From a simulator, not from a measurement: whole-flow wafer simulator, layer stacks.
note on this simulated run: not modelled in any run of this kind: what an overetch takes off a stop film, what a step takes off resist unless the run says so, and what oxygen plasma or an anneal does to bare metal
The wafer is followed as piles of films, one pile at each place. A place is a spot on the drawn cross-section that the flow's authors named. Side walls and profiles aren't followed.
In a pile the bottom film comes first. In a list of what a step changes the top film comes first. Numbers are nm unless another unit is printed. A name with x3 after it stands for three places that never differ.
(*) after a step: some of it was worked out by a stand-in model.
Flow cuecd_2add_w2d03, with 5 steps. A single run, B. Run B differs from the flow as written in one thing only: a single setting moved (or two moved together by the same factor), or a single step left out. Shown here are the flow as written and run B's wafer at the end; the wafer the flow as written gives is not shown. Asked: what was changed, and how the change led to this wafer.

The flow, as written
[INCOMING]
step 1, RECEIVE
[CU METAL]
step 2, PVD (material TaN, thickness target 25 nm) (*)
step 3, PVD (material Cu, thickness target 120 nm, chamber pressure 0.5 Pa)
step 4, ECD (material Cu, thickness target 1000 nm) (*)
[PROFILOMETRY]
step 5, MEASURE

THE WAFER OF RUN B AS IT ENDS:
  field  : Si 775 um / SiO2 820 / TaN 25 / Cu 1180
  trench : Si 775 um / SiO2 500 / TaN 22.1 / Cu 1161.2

What caused this: step 3, PVD: thickness target 180 nm was run, whereas the flow has thickness target 120 nm.

How this came from the change, step by step:
  step 3, PVD (material Cu, thickness target 120 nm, chamber pressure 0.5 Pa)
      field: +180 Cu (new film) (as written it would have been: +120 Cu (new film))
      trench: +161.2 Cu (new film) (as written it would have been: +107.2 Cu (new film))
